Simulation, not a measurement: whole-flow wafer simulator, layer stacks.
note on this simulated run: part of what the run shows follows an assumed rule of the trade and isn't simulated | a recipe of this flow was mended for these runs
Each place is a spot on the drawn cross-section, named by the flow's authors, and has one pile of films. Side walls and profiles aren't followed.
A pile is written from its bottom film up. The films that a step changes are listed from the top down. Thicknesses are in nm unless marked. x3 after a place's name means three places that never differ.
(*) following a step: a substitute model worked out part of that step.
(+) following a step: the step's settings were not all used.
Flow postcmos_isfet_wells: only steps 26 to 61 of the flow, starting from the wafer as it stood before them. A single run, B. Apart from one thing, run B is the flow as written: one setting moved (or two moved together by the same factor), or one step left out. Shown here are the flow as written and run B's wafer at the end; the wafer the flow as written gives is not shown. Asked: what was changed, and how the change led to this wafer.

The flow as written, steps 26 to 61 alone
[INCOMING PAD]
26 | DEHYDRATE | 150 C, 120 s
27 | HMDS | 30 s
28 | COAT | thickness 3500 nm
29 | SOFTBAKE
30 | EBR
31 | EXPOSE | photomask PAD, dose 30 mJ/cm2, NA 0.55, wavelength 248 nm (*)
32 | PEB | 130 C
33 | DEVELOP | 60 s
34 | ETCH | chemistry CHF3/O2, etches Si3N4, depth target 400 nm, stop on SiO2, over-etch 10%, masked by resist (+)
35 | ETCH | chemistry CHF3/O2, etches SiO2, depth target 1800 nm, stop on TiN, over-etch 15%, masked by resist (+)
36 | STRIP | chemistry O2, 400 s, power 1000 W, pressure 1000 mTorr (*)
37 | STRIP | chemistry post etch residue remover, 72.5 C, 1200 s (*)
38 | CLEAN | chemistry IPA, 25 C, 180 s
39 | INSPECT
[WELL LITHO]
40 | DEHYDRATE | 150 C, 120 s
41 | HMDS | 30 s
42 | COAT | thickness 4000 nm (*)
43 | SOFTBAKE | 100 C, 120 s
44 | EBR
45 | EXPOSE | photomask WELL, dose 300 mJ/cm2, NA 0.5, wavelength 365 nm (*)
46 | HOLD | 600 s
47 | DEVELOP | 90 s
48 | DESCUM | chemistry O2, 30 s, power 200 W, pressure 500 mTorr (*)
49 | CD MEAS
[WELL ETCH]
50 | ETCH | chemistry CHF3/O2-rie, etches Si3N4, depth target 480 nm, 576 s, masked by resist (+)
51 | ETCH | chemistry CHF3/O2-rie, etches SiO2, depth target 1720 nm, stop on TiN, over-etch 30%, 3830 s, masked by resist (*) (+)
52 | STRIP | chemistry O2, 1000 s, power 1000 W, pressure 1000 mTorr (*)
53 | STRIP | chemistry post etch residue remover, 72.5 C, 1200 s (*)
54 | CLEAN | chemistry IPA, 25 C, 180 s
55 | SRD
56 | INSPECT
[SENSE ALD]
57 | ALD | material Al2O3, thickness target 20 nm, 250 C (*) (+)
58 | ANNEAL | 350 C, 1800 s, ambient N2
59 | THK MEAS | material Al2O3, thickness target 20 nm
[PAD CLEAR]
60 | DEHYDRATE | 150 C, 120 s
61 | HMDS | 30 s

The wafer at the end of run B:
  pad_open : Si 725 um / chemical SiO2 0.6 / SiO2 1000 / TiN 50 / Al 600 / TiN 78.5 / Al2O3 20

The reason: step 34, ETCH: depth target 340 nm was run, though the flow has depth target 400 nm.

The path from the change to this, step by step:
  34 | ETCH | chemistry CHF3/O2, etches Si3N4, depth target 400 nm, stop on SiO2, over-etch 10%, masked by resist (+)
      pad_open: -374 Si3N4 (as written it would have been: -400 Si3N4 (all of it), -20 SiO2)
      field, margin x2, well900 x4, pad_clr: -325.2 thick-KrF-resist (as written it would have been: -382.6 thick-KrF-resist)
  35 | ETCH | chemistry CHF3/O2, etches SiO2, depth target 1800 nm, stop on TiN, over-etch 15%, masked by resist (+)
      pad_open: -26 Si3N4 (all of it), -1800 SiO2 (all of it), -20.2 TiN (as written it would have been: -1780 SiO2 (all of it), -24.2 TiN)
  36 | STRIP | chemistry O2, 400 s, power 1000 W, pressure 1000 mTorr (*)
      field, margin x2, well900 x4, pad_clr: -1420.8 thick-KrF-resist (all of it) (as written it would have been: -1382.5 thick-KrF-resist (all of it))
